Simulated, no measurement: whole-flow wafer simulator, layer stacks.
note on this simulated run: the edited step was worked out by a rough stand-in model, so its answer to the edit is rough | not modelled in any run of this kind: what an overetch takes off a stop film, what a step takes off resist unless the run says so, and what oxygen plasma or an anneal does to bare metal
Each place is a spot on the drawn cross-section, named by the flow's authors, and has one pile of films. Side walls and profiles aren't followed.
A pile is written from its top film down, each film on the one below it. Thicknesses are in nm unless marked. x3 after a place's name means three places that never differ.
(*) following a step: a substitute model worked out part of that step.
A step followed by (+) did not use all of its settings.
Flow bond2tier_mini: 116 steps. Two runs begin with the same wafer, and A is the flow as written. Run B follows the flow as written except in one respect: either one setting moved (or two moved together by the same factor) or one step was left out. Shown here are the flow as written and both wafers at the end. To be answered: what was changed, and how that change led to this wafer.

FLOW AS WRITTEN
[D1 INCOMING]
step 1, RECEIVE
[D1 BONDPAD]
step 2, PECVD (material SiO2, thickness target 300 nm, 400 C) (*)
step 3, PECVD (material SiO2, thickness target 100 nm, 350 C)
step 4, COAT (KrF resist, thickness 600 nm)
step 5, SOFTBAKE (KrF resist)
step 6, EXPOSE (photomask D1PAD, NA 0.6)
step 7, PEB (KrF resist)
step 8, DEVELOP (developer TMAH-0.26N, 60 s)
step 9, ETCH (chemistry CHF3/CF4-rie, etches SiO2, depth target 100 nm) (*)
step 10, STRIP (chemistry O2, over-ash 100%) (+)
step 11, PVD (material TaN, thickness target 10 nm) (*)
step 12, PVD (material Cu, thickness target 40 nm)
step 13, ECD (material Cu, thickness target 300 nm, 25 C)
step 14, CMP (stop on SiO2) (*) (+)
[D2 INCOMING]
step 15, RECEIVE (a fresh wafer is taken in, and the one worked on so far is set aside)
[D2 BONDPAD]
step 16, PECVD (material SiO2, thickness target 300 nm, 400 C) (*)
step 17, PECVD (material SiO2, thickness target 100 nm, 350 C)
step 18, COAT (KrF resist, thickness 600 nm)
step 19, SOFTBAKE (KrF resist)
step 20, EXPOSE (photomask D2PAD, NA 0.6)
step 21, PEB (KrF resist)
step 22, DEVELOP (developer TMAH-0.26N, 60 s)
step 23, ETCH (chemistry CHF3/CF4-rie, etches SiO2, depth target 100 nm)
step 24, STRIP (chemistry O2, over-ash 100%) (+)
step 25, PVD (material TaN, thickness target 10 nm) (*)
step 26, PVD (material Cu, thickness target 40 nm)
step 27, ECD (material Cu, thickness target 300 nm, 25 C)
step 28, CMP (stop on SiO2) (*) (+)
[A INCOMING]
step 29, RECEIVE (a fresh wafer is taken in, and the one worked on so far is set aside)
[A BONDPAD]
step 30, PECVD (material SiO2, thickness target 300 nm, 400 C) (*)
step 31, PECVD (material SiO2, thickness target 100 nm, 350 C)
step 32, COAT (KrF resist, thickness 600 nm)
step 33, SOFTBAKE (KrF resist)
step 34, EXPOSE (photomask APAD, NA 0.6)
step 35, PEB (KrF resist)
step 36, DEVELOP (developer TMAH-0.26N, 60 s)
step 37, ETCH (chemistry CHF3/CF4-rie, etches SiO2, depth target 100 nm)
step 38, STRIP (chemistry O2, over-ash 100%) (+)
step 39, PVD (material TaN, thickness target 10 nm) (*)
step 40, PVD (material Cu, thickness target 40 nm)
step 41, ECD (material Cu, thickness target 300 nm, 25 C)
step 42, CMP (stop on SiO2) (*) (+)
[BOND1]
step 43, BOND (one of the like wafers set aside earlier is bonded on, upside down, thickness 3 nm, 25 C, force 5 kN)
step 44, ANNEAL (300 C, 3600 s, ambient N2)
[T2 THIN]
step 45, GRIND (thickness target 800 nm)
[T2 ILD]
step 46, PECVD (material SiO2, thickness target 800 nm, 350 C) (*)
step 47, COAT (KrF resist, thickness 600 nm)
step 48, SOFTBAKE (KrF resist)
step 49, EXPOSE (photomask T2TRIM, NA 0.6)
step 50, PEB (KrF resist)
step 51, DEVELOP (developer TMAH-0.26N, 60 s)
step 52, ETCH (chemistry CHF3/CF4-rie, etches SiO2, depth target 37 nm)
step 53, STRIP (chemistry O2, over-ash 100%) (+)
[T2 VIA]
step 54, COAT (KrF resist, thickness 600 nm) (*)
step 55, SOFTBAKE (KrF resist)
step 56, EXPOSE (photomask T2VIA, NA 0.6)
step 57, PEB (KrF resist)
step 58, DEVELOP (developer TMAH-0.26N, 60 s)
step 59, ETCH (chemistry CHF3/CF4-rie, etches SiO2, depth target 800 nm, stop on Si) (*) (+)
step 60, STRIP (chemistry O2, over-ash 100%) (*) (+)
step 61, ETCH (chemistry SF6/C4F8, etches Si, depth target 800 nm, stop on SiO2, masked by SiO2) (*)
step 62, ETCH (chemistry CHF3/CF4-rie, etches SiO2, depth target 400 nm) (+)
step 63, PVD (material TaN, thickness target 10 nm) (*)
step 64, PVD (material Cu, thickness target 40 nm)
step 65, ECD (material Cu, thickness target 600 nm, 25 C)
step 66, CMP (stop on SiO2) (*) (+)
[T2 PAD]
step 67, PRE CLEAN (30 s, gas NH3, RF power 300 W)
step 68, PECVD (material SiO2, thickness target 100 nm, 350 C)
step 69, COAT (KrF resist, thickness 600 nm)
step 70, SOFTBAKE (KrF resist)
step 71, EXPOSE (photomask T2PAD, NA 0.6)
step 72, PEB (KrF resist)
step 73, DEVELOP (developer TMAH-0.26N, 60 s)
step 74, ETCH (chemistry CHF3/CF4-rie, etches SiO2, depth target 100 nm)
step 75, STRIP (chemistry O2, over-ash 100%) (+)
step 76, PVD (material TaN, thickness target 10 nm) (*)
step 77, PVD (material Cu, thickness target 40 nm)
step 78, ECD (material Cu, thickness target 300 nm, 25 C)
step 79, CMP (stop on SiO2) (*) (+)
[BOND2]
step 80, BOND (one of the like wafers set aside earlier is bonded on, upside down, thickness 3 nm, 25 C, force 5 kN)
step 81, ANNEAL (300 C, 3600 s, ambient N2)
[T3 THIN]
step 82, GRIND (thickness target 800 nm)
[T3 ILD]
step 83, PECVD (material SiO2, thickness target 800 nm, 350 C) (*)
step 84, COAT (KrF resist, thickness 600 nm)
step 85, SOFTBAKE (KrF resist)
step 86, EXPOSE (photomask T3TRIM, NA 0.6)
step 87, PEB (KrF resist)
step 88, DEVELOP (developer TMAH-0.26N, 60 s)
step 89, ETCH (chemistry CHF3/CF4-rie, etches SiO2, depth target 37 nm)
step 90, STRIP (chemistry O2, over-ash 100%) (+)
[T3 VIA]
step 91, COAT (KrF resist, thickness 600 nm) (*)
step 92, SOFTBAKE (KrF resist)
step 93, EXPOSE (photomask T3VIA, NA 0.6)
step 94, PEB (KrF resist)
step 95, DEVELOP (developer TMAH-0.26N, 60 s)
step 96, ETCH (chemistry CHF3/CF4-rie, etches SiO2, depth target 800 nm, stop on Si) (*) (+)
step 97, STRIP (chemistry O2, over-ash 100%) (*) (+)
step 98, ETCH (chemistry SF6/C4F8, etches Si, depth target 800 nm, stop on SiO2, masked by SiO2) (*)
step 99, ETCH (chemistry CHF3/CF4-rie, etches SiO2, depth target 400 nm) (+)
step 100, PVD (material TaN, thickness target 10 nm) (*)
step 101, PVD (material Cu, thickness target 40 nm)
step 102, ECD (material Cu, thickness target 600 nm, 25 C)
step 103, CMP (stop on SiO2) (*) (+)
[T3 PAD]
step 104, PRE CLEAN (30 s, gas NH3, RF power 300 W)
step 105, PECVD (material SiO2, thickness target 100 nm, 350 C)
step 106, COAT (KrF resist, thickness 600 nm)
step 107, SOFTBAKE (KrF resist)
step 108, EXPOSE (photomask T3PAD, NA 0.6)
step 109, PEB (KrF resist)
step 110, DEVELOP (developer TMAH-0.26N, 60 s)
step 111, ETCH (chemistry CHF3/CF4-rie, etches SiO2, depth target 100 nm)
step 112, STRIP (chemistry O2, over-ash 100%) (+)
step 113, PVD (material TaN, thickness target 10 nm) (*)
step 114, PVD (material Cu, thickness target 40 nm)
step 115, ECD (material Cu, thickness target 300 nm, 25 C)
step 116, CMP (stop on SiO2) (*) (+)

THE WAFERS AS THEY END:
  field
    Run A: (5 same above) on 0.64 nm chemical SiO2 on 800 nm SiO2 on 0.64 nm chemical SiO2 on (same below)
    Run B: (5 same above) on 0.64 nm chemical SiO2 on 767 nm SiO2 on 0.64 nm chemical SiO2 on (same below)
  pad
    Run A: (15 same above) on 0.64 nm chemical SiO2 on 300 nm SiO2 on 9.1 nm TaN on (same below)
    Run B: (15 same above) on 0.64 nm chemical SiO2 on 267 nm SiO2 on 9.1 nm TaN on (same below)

Cause: step 2, PECVD: thickness target 267 nm was run, though the flow has thickness target 300 nm.
The wafer itself shows it: pad has SiO2 267, and step 2 as written asks for 300 nm.

How this came from the change, step by step:
  step 2, PECVD (material SiO2, thickness target 300 nm, 400 C) (*)
      field, pad, via: A +300 SiO2 (new film) | B +267 SiO2 (new film)
  step 43, BOND (one of the like wafers set aside earlier is bonded on, upside down, thickness 3 nm, 25 C, force 5 kN)
      field: A +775 um Si (new film), +0.64 chemical SiO2 (new film), +400 SiO2 | B +775 um Si (new film), +0.64 chemical SiO2 (new film), +367 SiO2
      pad: A +775 um Si (new film), +0.64 chemical SiO2 (new film), +300 SiO2 (new film), +9.1 TaN (new film), +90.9 Cu | B +775 um Si (new film), +0.64 chemical SiO2 (new film), +267 SiO2 (new film), +9.1 TaN (new film), +90.9 Cu
      (and at 1 other place as well)
